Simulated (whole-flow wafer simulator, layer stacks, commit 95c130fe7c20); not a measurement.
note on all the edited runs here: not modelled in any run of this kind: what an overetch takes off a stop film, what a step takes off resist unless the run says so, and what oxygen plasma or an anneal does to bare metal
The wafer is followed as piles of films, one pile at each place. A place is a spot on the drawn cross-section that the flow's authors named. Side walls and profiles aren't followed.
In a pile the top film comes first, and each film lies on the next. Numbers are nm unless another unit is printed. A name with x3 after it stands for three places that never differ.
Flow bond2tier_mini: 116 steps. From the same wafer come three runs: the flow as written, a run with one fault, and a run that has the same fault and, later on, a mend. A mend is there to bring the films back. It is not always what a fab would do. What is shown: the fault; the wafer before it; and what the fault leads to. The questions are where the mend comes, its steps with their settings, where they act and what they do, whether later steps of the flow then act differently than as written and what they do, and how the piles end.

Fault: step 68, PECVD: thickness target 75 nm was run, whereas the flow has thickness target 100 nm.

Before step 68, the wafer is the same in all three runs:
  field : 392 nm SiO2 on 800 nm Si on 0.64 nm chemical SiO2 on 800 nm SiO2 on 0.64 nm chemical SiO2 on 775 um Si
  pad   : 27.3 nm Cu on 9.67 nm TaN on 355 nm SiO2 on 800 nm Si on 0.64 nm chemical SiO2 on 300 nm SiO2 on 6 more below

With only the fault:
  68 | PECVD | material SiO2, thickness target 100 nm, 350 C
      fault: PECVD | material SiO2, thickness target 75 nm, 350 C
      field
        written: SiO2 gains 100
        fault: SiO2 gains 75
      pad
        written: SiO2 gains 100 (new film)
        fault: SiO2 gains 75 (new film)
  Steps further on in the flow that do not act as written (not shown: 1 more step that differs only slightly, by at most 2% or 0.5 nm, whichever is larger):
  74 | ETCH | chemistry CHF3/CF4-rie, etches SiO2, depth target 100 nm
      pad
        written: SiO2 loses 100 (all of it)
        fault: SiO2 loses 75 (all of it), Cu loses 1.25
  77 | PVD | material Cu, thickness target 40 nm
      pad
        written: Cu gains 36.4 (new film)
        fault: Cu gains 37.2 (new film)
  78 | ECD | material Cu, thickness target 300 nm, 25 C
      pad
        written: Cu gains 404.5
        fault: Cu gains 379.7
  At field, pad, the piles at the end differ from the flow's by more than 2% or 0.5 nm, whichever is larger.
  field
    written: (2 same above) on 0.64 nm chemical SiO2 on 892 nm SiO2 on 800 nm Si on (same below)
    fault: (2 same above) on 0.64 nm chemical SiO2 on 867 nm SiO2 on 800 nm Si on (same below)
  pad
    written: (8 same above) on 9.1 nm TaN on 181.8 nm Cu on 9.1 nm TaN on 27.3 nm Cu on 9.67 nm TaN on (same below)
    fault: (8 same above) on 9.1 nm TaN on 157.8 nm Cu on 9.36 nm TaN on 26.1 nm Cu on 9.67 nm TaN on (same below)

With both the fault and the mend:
  The mend follows step 68.
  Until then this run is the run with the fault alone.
  68a | PECVD | material SiO2, thickness target 25 nm, 350 C (the flow's step 68, run once more with other settings)
      field, pad
        SiO2 gains 25
  Every later step of the flow that is run acts as written at every place that is followed.
  The piles end the same as the flow's at every place that both follow.
